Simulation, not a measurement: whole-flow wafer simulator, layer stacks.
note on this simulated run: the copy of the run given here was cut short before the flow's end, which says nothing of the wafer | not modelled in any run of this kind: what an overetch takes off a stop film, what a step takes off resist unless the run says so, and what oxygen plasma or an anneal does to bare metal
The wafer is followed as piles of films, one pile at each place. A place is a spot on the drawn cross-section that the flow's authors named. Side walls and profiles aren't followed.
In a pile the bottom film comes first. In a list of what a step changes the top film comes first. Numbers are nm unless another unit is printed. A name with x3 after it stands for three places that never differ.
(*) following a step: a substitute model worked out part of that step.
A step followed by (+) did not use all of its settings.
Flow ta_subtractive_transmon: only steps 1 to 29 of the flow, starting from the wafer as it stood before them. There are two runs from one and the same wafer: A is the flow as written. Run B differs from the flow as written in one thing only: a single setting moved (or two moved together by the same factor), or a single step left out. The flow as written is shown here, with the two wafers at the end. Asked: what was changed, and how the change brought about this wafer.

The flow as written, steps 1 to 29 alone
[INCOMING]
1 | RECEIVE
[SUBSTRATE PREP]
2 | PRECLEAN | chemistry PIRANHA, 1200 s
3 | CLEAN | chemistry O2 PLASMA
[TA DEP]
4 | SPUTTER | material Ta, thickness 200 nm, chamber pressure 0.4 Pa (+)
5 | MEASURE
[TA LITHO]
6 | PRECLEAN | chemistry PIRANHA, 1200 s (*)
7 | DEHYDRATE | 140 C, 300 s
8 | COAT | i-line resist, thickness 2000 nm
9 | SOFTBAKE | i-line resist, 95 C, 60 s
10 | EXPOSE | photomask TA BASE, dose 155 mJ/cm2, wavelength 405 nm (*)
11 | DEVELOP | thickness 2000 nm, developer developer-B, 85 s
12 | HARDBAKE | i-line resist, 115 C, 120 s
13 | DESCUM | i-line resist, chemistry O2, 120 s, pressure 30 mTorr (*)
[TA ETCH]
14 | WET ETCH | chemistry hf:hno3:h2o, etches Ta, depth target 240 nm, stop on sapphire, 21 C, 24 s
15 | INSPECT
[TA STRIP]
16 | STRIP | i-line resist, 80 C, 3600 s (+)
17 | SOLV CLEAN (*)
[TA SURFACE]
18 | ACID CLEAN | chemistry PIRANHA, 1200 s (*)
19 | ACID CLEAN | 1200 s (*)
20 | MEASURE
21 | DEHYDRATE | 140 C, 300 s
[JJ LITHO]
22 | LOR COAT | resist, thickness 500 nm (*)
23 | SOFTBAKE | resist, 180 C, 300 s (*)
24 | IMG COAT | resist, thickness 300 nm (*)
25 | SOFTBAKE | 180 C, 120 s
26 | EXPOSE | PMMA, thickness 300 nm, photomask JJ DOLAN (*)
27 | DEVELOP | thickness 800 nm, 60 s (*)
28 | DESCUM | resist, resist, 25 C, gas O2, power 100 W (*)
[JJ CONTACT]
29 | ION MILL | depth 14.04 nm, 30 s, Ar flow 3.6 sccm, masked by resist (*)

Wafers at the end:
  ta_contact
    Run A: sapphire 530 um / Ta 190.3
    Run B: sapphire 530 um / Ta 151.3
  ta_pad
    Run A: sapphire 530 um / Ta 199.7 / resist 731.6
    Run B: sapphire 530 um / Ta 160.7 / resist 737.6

Cause: step 4, SPUTTER: thickness 161 nm was run, whereas the flow has thickness 200 nm.

How this came from the change, step by step:
  4 | SPUTTER | material Ta, thickness 200 nm, chamber pressure 0.4 Pa (+)
      field x2, jj_line, lead, ta_contact, ta_pad: A +200 Ta (new film) | B +161 Ta (new film)
  14 | WET ETCH | chemistry hf:hno3:h2o, etches Ta, depth target 240 nm, stop on sapphire, 21 C, 24 s
      field x2, jj_line, lead: A -200 Ta (all of it) | B -161 Ta (all of it)
  22 | LOR COAT | resist, thickness 500 nm (*)
      ta_contact: A +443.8 resist (new film) | B +453.9 resist (new film)
